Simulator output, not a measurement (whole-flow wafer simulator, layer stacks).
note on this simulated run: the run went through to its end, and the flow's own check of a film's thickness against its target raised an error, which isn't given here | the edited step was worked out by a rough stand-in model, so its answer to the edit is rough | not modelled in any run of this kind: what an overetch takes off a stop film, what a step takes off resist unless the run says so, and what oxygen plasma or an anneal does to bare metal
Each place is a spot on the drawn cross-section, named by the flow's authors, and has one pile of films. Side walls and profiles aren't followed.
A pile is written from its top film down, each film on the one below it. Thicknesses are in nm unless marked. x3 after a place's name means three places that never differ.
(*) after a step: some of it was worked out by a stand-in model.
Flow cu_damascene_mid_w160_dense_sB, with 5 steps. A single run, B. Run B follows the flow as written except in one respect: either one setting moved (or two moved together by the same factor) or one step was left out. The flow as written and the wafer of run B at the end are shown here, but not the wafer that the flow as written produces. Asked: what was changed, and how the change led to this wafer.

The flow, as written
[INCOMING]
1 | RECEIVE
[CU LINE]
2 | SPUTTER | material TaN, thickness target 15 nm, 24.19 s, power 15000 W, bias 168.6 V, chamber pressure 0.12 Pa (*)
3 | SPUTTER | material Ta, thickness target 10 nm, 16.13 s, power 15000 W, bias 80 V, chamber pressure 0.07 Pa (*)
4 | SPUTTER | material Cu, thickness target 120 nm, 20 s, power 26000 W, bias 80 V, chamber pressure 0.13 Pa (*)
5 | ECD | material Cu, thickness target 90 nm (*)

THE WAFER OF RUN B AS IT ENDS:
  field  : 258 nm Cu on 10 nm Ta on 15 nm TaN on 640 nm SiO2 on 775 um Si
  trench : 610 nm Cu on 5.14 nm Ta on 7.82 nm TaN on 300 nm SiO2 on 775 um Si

Cause: step 4, SPUTTER: thickness target 168 nm was run, whereas the flow has thickness target 120 nm; step 4, SPUTTER: 28 s was run, where the flow has 20 s.

The path from the change to this, step by step:
  4 | SPUTTER | material Cu, thickness target 120 nm, 20 s, power 26000 W, bias 80 V, chamber pressure 0.13 Pa (*)
      field: Cu gains 168 (new film) (it would be, as written: Cu gains 120 (new film))
      trench: Cu gains 86.8 (new film) (it would be, as written: Cu gains 62 (new film))
  5 | ECD | material Cu, thickness target 90 nm (*)
      trench: Cu gains 523.2 (it would be, as written: Cu gains 500)
